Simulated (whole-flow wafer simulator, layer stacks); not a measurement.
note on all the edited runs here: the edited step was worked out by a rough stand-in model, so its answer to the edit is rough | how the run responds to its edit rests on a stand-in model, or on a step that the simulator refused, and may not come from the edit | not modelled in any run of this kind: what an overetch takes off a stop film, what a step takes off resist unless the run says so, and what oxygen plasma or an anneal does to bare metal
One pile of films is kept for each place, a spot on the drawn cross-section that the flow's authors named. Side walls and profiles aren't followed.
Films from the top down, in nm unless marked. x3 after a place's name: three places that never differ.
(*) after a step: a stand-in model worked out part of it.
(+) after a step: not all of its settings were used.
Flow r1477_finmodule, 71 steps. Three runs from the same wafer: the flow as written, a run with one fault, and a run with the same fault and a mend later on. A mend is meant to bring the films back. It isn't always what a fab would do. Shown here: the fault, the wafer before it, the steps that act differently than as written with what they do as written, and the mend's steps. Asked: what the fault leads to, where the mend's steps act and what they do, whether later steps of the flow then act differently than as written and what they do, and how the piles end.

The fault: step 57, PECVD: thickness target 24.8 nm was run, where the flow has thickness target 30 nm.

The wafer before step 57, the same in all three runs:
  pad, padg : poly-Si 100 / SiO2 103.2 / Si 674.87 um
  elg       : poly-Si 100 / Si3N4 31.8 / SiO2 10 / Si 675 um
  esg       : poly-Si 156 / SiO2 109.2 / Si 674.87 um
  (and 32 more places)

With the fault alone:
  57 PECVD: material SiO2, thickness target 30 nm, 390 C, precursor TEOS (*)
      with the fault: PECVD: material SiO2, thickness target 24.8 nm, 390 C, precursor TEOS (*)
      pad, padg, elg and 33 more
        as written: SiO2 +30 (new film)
        with the fault: SiO2 +24.8 (new film)
  Later steps of the flow that act differently than as written (1 more step differs only slightly, by at most 2% or 0.5 nm, whichever is larger, and isn't shown):
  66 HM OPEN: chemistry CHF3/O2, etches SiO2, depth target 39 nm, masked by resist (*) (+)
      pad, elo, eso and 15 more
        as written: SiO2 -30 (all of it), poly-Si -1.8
        with the fault: SiO2 -24.8 (all of it), poly-Si -2.48
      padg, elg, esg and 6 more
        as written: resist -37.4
        with the fault: resist -35.7
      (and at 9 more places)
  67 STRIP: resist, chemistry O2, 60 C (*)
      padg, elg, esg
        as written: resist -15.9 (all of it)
        with the fault: resist -17.6 (all of it)
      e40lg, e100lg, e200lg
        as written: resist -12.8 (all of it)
        with the fault: resist -14.5 (all of it)
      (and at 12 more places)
  At the end the piles differ from the flow's by more than 2% or 0.5 nm, whichever is larger, at padg, elg, esg and 15 more.
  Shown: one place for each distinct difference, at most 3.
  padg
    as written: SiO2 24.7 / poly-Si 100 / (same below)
    with the fault: SiO2 19.5 / poly-Si 100 / (same below)
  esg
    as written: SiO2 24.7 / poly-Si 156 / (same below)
    with the fault: SiO2 19.5 / poly-Si 156 / (same below)
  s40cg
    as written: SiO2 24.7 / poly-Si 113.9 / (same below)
    with the fault: SiO2 19.5 / poly-Si 113.9 / (same below)

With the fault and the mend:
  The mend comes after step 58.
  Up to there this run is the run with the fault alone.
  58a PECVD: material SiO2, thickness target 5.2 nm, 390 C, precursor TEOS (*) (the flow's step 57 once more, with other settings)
      pad, padg, elg and 33 more
        SiO2 +5.2
  No later step of the flow acts differently than as written at any place that is followed.
  At the end the piles are the same as the flow's at every place that both follow.
